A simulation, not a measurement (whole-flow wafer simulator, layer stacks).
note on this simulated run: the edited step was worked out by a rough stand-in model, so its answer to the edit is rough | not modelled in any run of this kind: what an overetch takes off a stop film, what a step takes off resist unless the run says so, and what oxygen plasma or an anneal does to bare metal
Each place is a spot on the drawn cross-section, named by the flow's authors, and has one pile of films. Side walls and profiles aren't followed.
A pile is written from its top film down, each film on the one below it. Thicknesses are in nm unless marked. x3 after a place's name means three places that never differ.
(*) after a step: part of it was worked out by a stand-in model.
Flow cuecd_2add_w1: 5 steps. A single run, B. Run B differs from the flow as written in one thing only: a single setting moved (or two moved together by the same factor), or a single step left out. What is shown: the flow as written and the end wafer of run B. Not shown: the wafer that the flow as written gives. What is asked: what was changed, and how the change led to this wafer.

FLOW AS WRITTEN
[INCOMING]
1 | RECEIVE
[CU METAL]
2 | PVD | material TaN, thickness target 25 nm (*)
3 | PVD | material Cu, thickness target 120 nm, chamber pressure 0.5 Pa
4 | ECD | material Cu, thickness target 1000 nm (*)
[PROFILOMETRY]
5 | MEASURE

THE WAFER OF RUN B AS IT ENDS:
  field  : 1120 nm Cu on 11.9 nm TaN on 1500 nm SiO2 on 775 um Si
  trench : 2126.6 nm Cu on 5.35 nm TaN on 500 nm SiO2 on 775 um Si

What caused this: step 2, PVD: thickness target 11.9 nm was run, while the flow as written has thickness target 25 nm.
One can read it off the wafer: field has TaN 11.9, and step 2 as written asks for 25 nm.

Step by step, how the change led to this:
  2 | PVD | material TaN, thickness target 25 nm (*)
      field: TaN gains 11.9 (new film) (in the flow as written it would be: TaN gains 25 (new film))
      trench: TaN gains 5.35 (new film) (in the flow as written it would be: TaN gains 11.2 (new film))
